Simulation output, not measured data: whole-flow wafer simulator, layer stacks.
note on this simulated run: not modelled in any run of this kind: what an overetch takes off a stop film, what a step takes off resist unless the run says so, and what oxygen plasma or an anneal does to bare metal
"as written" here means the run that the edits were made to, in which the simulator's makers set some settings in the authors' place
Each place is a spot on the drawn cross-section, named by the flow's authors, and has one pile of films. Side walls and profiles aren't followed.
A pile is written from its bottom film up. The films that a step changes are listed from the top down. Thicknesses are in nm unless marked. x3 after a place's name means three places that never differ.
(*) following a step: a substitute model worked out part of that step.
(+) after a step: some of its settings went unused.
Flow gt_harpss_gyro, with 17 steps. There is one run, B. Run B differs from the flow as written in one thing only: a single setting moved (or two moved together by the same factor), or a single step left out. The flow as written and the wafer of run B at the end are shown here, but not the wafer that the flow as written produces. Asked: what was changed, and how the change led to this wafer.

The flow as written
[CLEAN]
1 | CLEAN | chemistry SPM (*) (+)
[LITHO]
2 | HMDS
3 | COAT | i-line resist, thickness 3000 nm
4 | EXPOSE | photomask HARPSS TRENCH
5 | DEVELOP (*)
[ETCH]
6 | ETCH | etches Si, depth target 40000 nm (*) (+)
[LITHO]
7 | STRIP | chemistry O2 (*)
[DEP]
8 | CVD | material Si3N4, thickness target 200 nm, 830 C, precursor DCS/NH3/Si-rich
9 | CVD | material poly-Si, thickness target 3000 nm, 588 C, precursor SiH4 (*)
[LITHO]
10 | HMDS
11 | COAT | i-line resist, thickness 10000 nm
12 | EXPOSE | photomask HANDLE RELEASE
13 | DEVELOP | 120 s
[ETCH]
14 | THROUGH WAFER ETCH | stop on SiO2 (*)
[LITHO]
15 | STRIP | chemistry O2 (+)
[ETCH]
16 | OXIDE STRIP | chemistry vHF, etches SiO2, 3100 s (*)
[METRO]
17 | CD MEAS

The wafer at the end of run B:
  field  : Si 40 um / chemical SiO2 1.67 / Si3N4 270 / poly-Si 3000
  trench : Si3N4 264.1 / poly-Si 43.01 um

Cause: step 8, CVD: thickness target 270 nm was run, while the flow as written has thickness target 200 nm.
The wafer itself shows it: field has Si3N4 270, and step 8 as written asks for 200 nm.

The path from the change to this, step by step:
  8 | CVD | material Si3N4, thickness target 200 nm, 830 C, precursor DCS/NH3/Si-rich
      field: +270 Si3N4 (new film) (as written it would have been: +200 Si3N4 (new film))
      trench: +264.1 Si3N4 (new film) (as written it would have been: +195.9 Si3N4 (new film))
